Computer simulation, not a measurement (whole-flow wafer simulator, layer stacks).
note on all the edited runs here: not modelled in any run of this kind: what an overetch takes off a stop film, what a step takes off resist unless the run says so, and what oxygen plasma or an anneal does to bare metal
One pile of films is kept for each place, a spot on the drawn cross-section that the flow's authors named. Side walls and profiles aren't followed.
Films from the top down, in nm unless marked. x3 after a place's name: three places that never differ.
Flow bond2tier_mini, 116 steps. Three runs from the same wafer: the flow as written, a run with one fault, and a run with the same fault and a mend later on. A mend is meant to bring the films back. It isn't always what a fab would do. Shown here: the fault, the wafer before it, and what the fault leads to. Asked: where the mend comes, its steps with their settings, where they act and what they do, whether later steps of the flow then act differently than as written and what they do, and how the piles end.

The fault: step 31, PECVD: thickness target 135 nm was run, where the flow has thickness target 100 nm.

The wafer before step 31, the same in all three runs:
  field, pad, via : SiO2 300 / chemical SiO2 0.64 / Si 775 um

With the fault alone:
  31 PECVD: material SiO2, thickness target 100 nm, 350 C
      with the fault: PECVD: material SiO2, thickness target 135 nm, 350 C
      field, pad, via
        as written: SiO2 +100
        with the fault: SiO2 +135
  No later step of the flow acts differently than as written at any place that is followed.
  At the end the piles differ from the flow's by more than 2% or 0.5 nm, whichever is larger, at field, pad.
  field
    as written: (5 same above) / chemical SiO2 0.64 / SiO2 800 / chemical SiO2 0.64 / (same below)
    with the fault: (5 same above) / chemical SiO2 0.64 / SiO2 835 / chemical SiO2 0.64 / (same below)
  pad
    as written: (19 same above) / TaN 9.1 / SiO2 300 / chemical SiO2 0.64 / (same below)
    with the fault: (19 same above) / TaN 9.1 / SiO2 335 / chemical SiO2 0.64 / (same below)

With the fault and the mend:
  The mend comes after step 31.
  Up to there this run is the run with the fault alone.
  31a ETCH: chemistry CHF3/CF4-rie, etches SiO2, depth target 35 nm (the flow's step 9 once more, with other settings)
      field, pad, via
        SiO2 -35
  No later step of the flow acts differently than as written at any place that is followed.
  At the end the piles are the same as the flow's at every place that both follow.
